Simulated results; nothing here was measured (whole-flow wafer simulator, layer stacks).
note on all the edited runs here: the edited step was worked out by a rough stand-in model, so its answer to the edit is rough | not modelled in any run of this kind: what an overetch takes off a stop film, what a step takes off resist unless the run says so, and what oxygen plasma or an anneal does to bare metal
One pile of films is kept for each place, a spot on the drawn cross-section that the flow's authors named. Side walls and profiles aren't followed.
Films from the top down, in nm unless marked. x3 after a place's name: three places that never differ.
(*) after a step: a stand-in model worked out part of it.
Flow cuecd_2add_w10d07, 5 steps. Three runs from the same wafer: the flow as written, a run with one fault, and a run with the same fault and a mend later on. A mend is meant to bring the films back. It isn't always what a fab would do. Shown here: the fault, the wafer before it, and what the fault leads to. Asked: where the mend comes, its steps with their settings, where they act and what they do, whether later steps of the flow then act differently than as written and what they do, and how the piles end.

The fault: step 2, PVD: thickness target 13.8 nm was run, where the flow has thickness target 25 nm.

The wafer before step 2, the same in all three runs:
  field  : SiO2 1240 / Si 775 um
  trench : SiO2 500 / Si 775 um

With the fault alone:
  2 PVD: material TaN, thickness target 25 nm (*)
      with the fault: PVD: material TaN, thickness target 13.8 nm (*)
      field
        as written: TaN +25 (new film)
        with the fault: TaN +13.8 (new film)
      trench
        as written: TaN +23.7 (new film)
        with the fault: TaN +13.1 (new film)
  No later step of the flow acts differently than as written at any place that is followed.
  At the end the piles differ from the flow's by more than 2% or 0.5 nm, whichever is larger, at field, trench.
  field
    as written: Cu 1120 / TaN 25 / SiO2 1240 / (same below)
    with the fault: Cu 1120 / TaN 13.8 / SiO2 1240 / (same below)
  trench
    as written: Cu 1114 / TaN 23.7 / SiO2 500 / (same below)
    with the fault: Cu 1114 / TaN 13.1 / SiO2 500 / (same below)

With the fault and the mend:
  The mend comes after step 2.
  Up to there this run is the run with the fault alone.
  2a PVD: material TaN, thickness target 11.2 nm (*) (the flow's step 2 once more, with other settings)
      field
        TaN +11.2
      trench
        TaN +10.6
  No later step of the flow acts differently than as written at any place that is followed.
  At the end the piles are the same as the flow's at every place that both follow.
